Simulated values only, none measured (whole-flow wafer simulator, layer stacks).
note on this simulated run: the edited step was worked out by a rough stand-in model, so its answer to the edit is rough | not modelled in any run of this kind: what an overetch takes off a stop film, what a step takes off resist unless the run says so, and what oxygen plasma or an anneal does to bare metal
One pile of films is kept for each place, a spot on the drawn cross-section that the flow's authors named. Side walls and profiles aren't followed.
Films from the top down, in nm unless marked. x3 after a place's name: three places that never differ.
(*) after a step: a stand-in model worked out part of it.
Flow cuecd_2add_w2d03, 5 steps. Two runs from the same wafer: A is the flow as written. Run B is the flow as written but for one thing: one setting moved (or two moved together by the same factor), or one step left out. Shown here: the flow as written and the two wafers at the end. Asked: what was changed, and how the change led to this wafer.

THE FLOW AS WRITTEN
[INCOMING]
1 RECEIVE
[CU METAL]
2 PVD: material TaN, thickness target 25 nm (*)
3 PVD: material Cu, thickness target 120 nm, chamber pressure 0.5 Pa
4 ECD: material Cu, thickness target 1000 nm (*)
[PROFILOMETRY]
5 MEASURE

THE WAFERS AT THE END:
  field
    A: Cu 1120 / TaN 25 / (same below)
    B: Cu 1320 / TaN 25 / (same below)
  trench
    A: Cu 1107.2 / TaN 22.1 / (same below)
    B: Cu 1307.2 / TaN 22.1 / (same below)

The cause: step 4, ECD: thickness target 1200 nm was run, where the flow has thickness target 1000 nm.

How the change led to this, step by step:
  4 ECD: material Cu, thickness target 1000 nm (*)
      field, trench: A Cu +1000 | B Cu +1200
